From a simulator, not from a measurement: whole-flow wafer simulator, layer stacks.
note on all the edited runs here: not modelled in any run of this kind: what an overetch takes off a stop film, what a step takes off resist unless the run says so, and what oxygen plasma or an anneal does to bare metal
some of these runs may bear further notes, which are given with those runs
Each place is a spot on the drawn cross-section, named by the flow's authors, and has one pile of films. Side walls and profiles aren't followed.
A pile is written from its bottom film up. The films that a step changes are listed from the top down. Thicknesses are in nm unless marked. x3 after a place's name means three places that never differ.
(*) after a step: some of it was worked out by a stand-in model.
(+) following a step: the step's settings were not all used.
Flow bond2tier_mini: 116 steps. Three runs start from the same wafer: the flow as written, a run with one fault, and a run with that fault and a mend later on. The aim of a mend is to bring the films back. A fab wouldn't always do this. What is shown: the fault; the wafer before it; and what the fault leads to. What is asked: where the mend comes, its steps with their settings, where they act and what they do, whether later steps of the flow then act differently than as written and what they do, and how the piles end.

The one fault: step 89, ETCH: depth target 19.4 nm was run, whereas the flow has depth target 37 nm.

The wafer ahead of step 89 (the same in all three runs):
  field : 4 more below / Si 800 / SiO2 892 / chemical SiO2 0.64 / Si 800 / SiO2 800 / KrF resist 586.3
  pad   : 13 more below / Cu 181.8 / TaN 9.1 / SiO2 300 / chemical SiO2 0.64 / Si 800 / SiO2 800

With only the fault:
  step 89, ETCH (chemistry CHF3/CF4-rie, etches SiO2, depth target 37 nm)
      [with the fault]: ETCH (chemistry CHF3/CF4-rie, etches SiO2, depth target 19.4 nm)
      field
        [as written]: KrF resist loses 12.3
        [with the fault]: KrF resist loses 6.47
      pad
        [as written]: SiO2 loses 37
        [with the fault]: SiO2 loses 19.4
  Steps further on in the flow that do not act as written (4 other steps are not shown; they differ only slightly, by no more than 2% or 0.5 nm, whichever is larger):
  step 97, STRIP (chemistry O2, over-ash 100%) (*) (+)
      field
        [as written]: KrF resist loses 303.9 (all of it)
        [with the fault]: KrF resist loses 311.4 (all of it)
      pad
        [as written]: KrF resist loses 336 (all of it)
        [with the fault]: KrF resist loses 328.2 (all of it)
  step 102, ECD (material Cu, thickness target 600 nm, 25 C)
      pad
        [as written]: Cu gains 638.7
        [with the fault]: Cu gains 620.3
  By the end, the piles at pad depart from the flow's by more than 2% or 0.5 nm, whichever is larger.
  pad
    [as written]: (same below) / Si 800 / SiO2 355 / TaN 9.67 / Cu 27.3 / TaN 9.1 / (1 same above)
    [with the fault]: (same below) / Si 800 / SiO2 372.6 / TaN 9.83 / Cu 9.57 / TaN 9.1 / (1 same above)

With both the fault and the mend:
  The mend follows step 90.
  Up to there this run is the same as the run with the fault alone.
  step 90a, COAT (KrF resist, thickness 600 nm) (*) (a further turn of the flow's step 84)
      field
        KrF resist gains 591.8 (new film)
      pad
        KrF resist gains 608.6 (new film)
  step 90b, SOFTBAKE (KrF resist) (a further turn of the flow's step 85)
      alters no film at any place that is followed
  step 90c, EXPOSE (photomask T3TRIM, NA 0.6) (a further turn of the flow's step 86)
      alters no film at any place that is followed
  step 90d, PEB (KrF resist) (a further turn of the flow's step 87)
      alters no film at any place that is followed
  step 90e, DEVELOP (developer TMAH-0.26N, 60 s) (a further turn of the flow's step 88)
      field
        KrF resist loses 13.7
      pad
        KrF resist loses 608.6 (all of it)
  step 90f, ETCH (chemistry CHF3/CF4-rie, etches SiO2, depth target 17.6 nm) (a further turn of the flow's step 89, with different settings)
      field
        KrF resist loses 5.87
      pad
        SiO2 loses 17.6
  step 90g, STRIP (chemistry O2, over-ash 100%) (+) (a further turn of the flow's step 90)
      field
        KrF resist loses 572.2 (all of it)
  Every later step of the flow that is run acts as written at every place that is followed.
  By the end, the piles equal the flow's at every place that both follow.
